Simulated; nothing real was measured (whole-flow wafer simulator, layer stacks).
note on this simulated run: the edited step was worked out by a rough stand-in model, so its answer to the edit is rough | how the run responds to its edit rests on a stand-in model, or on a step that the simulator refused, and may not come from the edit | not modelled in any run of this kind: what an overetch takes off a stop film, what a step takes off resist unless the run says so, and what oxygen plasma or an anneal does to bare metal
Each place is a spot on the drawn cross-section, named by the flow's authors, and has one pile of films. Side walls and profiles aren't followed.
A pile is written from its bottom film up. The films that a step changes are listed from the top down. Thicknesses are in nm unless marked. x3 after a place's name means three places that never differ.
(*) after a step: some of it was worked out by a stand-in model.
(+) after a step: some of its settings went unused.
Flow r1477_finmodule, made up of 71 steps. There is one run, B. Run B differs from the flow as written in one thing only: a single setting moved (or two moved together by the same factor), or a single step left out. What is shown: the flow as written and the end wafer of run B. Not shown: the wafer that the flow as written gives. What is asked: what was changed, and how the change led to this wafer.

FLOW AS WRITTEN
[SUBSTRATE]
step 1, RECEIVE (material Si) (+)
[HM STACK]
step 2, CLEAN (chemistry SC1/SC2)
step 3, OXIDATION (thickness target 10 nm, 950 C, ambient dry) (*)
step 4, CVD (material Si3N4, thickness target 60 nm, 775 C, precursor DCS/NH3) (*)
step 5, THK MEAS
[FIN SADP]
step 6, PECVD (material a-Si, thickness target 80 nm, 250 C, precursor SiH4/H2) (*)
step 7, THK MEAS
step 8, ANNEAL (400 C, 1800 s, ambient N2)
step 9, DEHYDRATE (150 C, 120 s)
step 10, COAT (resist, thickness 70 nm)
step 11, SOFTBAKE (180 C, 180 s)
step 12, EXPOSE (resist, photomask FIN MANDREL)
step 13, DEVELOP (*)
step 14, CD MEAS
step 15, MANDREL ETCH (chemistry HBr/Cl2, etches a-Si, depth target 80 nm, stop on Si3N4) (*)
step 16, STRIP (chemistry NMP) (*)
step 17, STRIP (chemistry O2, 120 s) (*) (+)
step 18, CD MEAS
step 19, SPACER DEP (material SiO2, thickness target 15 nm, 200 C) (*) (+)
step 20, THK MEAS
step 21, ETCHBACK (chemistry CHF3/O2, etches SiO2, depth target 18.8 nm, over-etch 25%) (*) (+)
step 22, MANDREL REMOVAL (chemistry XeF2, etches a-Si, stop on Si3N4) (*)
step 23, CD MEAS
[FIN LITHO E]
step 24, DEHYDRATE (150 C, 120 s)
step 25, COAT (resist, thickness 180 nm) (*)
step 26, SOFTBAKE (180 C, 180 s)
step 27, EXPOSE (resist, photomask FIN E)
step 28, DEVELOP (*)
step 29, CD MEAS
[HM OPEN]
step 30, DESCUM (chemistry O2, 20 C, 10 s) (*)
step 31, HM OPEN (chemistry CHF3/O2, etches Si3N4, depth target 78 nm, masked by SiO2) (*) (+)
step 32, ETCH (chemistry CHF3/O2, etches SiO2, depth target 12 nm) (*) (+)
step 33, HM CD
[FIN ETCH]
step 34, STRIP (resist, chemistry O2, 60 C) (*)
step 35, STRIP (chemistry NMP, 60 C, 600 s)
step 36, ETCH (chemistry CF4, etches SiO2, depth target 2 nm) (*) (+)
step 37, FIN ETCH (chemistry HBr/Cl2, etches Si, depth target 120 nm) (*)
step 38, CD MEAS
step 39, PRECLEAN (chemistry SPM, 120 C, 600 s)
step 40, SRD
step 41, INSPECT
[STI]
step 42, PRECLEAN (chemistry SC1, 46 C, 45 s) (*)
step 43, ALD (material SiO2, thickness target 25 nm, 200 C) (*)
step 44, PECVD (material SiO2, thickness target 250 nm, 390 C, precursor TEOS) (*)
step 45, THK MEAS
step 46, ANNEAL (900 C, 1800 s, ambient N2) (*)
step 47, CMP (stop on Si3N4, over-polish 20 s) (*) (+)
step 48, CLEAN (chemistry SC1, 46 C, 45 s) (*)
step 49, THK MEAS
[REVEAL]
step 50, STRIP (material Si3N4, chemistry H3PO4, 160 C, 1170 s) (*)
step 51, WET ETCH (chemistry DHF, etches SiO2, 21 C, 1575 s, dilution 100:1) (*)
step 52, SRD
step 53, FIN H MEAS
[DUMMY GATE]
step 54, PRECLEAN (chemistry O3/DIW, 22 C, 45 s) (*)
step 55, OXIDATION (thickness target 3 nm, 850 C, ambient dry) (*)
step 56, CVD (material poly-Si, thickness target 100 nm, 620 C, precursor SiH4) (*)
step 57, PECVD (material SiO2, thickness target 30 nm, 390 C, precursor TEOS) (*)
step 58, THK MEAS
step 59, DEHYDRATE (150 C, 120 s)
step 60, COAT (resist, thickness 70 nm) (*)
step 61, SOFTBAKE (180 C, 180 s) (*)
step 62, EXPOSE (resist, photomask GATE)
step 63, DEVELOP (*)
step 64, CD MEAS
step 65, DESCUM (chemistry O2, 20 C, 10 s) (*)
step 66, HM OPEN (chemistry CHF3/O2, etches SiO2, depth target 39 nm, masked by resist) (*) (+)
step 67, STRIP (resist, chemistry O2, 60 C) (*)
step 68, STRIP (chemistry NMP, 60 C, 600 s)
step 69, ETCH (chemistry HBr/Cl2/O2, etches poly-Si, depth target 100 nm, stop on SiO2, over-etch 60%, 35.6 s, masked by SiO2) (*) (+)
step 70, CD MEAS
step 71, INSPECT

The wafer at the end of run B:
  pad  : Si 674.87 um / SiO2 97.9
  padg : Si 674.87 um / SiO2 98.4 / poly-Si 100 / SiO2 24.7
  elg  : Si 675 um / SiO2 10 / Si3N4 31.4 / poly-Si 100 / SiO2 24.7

What caused this: step 6, PECVD: thickness target 63.2 nm was run, though the flow has thickness target 80 nm.

How this came from the change, step by step:
  step 6, PECVD (material a-Si, thickness target 80 nm, 250 C, precursor SiH4/H2) (*)
      pad, padg, elg and 33 more: +63.2 a-Si (new film) (in the flow as written it would be: +80 a-Si (new film))
  step 15, MANDREL ETCH (chemistry HBr/Cl2, etches a-Si, depth target 80 nm, stop on Si3N4) (*)
      pad, padg, elg and 27 more: -63.2 a-Si (all of it) (in the flow as written it would be: -80 a-Si (all of it))
  step 21, ETCHBACK (chemistry CHF3/O2, etches SiO2, depth target 18.8 nm, over-etch 25%) (*) (+)
      s40sg_line, s45sg_line, s50sg_line, s40so_line, s45so_line, s50so_line: +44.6 SiO2 (in the flow as written it would be: +61.4 SiO2)
  step 22, MANDREL REMOVAL (chemistry XeF2, etches a-Si, stop on Si3N4) (*)
      s40cg, s45cg, s50cg, s40co, s45co, s50co: -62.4 a-Si (all of it) (in the flow as written it would be: -79.2 a-Si (all of it))
  step 25, COAT (resist, thickness 180 nm) (*)
      s40cg, s40co: +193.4 resist (new film) (in the flow as written it would be: +197.6 resist (new film))
      s40sg, s40so: +197 resist (new film) (in the flow as written it would be: +201.2 resist (new film))
      (also at 14 further places)
  step 28, DEVELOP (*)
      s40cg, s40co: -193.4 resist (all of it) (in the flow as written it would be: -197.6 resist (all of it))
      s40sg, s40so: -197 resist (all of it) (in the flow as written it would be: -201.2 resist (all of it))
      (also at 14 further places)
  step 37, FIN ETCH (chemistry HBr/Cl2, etches Si, depth target 120 nm) (*)
      s40sg_line, s45sg_line, s50sg_line, s40so_line, s45so_line, s50so_line: -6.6 SiO2 (all of it), -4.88 Si3N4 (in the flow as written it would be: -9.23 SiO2)
  step 43, ALD (material SiO2, thickness target 25 nm, 200 C) (*)
      s40sg_line, s45sg_line, s50sg_line, s40so_line, s45so_line, s50so_line: +25 SiO2 (new film) (in the flow as written it would be: +25 SiO2)
      s40cg, s45cg, s50cg, s40co, s45co, s50co: +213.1 SiO2 (new film) (in the flow as written it would be: +232.1 SiO2 (new film))
  step 47, CMP (stop on Si3N4, over-polish 20 s) (*) (+)
      pad, padg, e40sg and 11 more: -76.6 SiO2 (in the flow as written it would be: -71.8 SiO2)
      s40cg, s45cg, s50cg, s40co, s45co, s50co: -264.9 SiO2 (in the flow as written it would be: -279 SiO2)
      (also at 7 further places)
  step 50, STRIP (material Si3N4, chemistry H3PO4, 160 C, 1170 s) (*)
      s40sg_line, s45sg_line, s50sg_line, s40so_line, s45so_line, s50so_line: -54 Si3N4 (all of it), -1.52 SiO2 (in the flow as written it would be: -58.9 Si3N4 (all of it), -1.37 SiO2)
  step 51, WET ETCH (chemistry DHF, etches SiO2, 21 C, 1575 s, dilution 100:1) (*)
      elg, e40lg, e100lg, e200lg, elo, e40lo, e100lo, e200lo: -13 SiO2 (all of it), -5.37 Si3N4 (in the flow as written it would be: -17.8 SiO2 (all of it), -4.97 Si3N4)
  step 56, CVD (material poly-Si, thickness target 100 nm, 620 C, precursor SiH4) (*)
      s40cg, s40co: +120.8 poly-Si (new film) (in the flow as written it would be: +113.9 poly-Si (new film))
      s45cg, s45co: +118.3 poly-Si (new film) (in the flow as written it would be: +113.4 poly-Si (new film))
      (also at 3 further places)
  step 60, COAT (resist, thickness 70 nm) (*)
      e40sg, eso, e40so: +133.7 resist (new film) (in the flow as written it would be: +129.5 resist (new film))
      e100sg, e100so: +133.7 resist (new film) (in the flow as written it would be: +129.4 resist (new film))
      (also at 10 further places)
  step 63, DEVELOP (*)
      eso, e40so: -133.7 resist (all of it) (in the flow as written it would be: -129.5 resist (all of it))
      e100so: -133.7 resist (all of it) (in the flow as written it would be: -129.4 resist (all of it))
      (also at 5 further places)
  step 67, STRIP (resist, chemistry O2, 60 C) (*)
      e40sg: -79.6 resist (all of it) (in the flow as written it would be: -75.4 resist (all of it))
      e100sg: -79.6 resist (all of it) (in the flow as written it would be: -75.3 resist (all of it))
      (also at 5 further places)
  step 69, ETCH (chemistry HBr/Cl2/O2, etches poly-Si, depth target 100 nm, stop on SiO2, over-etch 60%, 35.6 s, masked by SiO2) (*) (+)
      s40co: -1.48 chemical SiO2 (all of it), -118.4 poly-Si (all of it), -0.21 SiO2 (in the flow as written it would be: -1.46 chemical SiO2 (all of it), -111.5 poly-Si (all of it), -0.24 SiO2)
      s45co: -1.48 chemical SiO2 (all of it), -115.8 poly-Si (all of it), -0.22 SiO2 (in the flow as written it would be: -1.46 chemical SiO2 (all of it), -110.9 poly-Si (all of it), -0.25 SiO2)
      (also at 1 further place)
